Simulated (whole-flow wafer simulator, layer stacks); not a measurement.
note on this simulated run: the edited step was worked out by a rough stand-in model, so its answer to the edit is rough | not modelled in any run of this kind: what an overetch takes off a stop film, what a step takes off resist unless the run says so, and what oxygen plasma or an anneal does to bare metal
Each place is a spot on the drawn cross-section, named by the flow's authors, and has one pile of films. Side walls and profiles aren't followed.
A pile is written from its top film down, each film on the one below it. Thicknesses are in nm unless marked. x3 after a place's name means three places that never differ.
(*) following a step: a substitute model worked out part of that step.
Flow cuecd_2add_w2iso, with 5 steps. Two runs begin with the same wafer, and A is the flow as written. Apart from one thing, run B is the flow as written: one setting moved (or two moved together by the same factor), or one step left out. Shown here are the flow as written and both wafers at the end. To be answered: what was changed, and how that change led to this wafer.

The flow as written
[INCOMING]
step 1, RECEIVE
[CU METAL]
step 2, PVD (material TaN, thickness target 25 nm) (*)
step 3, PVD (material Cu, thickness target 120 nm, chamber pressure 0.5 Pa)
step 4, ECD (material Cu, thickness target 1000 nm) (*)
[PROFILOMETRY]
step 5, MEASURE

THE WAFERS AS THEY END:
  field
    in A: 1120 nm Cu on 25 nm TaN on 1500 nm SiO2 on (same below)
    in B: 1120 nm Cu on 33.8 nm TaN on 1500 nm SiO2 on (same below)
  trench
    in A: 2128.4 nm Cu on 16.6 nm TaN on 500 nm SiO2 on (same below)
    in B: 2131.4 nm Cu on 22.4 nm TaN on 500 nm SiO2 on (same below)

What caused this: step 2, PVD: thickness target 33.8 nm was run, though the flow has thickness target 25 nm.
The wafer lets one read it off: field has TaN 33.8, and step 2 as written asks for 25 nm.

The path from the change to this, step by step:
  step 2, PVD (material TaN, thickness target 25 nm) (*)
      field: A TaN gains 25 (new film) | B TaN gains 33.8 (new film)
      trench: A TaN gains 16.6 (new film) | B TaN gains 22.4 (new film)
